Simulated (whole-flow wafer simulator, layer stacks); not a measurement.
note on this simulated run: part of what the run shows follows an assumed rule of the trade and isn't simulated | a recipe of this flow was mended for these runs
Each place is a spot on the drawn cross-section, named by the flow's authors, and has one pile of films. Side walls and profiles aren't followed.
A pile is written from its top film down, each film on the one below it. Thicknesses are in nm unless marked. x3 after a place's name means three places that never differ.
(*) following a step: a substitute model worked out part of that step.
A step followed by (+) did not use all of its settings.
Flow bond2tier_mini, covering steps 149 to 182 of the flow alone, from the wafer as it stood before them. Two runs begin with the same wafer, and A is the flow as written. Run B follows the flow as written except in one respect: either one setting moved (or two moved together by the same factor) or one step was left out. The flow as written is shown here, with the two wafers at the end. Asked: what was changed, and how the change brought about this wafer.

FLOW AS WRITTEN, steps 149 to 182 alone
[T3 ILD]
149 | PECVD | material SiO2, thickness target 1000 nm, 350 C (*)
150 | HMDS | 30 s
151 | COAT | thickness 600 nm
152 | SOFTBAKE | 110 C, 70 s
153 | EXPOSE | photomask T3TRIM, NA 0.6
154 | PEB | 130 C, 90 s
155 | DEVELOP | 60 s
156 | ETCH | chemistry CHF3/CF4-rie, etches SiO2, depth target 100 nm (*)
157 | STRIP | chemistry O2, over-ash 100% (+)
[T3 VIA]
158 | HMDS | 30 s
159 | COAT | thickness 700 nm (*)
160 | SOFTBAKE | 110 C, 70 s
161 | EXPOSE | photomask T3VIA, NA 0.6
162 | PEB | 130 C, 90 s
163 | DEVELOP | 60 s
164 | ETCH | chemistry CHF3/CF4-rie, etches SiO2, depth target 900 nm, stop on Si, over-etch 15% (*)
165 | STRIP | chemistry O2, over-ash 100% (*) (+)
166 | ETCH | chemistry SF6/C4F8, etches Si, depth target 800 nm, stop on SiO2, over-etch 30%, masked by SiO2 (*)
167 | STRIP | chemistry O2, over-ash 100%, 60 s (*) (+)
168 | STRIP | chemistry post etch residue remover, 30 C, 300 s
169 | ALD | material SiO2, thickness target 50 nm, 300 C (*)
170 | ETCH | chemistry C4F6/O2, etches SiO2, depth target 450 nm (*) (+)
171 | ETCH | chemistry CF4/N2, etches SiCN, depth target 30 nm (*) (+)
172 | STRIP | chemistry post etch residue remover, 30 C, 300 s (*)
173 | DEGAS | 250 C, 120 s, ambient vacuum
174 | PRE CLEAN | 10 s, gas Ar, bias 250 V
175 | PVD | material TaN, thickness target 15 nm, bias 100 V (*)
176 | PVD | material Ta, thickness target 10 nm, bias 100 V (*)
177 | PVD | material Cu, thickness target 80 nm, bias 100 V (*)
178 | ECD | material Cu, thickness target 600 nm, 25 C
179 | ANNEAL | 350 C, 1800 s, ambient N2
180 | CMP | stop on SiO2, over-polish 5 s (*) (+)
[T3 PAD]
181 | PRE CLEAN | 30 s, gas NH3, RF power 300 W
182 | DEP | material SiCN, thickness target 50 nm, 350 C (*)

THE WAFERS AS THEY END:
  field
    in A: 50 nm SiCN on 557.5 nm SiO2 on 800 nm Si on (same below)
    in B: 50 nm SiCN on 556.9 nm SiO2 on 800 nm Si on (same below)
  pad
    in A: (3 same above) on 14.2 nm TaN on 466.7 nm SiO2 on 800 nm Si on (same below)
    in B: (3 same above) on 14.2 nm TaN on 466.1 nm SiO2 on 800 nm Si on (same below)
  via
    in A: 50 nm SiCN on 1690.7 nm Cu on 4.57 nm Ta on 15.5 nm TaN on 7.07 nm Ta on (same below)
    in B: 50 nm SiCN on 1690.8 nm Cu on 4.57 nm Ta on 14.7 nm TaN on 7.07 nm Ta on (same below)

Cause: step 174, PRE CLEAN: 12 s was run, whereas the flow has 10 s.

The path from the change to this, step by step:
  174 | PRE CLEAN | 10 s, gas Ar, bias 250 V
      field, pad: A SiO2 loses 3 | B SiO2 loses 3.6
      via: A TaN loses 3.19 | B TaN loses 3.97
